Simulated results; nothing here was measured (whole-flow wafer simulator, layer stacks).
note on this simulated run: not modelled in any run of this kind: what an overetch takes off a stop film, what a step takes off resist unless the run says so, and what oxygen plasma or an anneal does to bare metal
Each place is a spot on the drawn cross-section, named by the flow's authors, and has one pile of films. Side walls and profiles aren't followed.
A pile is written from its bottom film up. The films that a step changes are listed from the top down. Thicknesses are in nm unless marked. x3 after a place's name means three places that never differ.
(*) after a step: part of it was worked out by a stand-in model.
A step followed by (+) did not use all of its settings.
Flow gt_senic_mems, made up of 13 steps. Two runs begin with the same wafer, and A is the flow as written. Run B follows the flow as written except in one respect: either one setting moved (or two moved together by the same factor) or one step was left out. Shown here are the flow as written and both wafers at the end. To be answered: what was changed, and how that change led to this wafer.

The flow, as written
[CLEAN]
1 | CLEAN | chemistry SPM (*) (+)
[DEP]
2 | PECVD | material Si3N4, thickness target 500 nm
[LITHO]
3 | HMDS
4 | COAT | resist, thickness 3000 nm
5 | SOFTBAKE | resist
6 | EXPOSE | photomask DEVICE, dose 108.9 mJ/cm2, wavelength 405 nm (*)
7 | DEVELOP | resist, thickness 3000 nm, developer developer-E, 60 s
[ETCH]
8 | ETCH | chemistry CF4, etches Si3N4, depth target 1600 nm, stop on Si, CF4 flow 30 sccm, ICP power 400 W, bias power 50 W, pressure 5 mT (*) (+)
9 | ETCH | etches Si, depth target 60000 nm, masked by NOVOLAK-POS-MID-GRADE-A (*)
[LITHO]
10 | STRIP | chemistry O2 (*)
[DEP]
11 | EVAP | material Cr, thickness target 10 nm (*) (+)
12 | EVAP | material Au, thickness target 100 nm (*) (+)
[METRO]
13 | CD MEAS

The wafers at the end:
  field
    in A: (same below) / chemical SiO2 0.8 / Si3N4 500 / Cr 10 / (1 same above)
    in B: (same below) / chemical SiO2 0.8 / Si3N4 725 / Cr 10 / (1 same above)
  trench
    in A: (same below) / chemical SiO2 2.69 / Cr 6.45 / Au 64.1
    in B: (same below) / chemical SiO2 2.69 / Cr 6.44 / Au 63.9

The reason: step 2, PECVD: thickness target 725 nm was run, whereas the flow has thickness target 500 nm.
The wafer lets one read it off: field has Si3N4 725, and step 2 as written asks for 500 nm.

How this came from the change, step by step:
  2 | PECVD | material Si3N4, thickness target 500 nm
      field, trench: A Si3N4 gains 500 (new film) | B Si3N4 gains 725 (new film)
  8 | ETCH | chemistry CF4, etches Si3N4, depth target 1600 nm, stop on Si, CF4 flow 30 sccm, ICP power 400 W, bias power 50 W, pressure 5 mT (*) (+)
      field: A resist loses 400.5 | B resist loses 550.5
      trench: A Si3N4 loses 500 (all of it), chemical SiO2 loses 0.8 (all of it) | B Si3N4 loses 725 (all of it), chemical SiO2 loses 0.8 (all of it)
  10 | STRIP | chemistry O2 (*)
      field: A resist loses 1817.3 (all of it) | B resist loses 1667.3 (all of it)
